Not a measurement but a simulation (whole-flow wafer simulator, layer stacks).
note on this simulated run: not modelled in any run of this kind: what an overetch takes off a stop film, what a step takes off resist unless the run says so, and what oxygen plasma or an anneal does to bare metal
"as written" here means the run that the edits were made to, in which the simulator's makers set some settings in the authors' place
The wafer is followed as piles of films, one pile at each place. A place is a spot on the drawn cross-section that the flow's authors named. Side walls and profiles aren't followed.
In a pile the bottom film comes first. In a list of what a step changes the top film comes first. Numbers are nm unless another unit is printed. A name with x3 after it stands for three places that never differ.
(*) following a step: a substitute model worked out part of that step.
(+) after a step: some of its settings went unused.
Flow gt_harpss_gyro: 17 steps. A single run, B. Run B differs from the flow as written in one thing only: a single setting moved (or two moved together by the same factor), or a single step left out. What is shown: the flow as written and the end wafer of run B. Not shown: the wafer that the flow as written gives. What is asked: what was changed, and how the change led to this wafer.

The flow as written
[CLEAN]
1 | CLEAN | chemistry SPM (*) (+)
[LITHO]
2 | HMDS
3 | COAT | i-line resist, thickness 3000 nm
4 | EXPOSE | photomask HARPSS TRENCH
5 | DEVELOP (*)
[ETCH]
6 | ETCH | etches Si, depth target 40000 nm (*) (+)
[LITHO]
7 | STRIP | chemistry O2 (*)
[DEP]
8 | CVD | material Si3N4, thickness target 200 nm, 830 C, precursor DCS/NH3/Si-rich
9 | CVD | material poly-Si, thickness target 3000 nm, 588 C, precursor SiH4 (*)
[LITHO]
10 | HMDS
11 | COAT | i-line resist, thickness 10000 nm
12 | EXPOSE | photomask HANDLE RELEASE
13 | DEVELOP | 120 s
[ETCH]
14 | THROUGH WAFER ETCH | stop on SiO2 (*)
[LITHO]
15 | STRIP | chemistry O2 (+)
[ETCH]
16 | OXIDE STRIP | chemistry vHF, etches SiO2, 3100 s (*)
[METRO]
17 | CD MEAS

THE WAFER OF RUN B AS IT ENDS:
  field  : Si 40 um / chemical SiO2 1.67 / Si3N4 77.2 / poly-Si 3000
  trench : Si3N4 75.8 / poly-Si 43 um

The reason: step 8, CVD: thickness target 77.2 nm was run, whereas the flow has thickness target 200 nm.
One can read it off the wafer: field has Si3N4 77.2, and step 8 as written asks for 200 nm.

Step by step, how the change led to this:
  8 | CVD | material Si3N4, thickness target 200 nm, 830 C, precursor DCS/NH3/Si-rich
      field: Si3N4 gains 77.2 (new film) (in the flow as written it would be: Si3N4 gains 200 (new film))
      trench: Si3N4 gains 75.8 (new film) (in the flow as written it would be: Si3N4 gains 195.9 (new film))
  9 | CVD | material poly-Si, thickness target 3000 nm, 588 C, precursor SiH4 (*)
      trench: poly-Si gains 43 um (new film) (in the flow as written it would be: poly-Si gains 43.01 um (new film))
